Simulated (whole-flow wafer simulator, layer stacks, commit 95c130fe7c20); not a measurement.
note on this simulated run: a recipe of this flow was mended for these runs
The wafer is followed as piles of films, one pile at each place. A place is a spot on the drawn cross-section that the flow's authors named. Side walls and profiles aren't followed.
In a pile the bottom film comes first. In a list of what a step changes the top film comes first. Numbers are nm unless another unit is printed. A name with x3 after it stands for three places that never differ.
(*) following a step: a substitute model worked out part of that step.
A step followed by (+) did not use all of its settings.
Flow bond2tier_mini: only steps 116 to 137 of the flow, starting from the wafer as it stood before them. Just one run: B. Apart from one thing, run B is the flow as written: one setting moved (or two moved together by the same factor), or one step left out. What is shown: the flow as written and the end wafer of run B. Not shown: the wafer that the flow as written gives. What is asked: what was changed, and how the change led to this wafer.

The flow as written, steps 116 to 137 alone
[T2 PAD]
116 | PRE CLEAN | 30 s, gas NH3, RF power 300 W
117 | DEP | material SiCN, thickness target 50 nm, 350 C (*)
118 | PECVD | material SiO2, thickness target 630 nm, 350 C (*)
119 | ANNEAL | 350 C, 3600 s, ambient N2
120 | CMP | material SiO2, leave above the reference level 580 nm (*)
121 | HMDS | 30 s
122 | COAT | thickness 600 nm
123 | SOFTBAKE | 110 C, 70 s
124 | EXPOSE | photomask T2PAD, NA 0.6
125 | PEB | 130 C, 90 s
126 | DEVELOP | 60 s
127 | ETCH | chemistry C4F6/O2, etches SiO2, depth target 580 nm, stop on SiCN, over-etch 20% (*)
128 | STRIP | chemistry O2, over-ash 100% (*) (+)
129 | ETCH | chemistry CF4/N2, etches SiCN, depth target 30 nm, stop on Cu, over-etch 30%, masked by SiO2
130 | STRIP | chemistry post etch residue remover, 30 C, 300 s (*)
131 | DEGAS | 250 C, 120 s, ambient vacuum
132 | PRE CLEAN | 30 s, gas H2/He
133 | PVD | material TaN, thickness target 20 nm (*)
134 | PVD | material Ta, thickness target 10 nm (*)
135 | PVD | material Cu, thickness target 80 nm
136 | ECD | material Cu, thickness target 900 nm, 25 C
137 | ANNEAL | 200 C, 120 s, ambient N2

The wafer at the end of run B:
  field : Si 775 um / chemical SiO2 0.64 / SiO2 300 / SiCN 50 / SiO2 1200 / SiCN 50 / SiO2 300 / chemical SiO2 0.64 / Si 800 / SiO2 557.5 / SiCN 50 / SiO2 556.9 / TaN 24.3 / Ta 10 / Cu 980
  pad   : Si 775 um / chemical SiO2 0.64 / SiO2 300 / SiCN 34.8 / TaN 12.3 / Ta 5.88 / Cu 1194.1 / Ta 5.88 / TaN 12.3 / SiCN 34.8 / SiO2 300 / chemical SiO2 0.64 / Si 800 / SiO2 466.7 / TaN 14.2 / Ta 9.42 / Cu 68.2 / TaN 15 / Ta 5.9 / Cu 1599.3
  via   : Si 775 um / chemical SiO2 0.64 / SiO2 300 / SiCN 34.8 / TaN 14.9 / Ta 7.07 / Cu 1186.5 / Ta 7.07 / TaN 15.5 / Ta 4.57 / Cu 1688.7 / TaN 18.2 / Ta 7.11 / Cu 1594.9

What caused this: step 133, PVD: thickness target 24.3 nm was run, while the flow as written has thickness target 20 nm.
The wafer lets one read it off: field has TaN 24.3, and step 133 as written asks for 20 nm.

The path from the change to this, step by step:
  133 | PVD | material TaN, thickness target 20 nm (*)
      field: TaN gains 24.3 (new film) (it would be, as written: TaN gains 20 (new film))
      pad: TaN gains 15 (new film) (it would be, as written: TaN gains 12.3 (new film))
      (as well as at 1 more place)
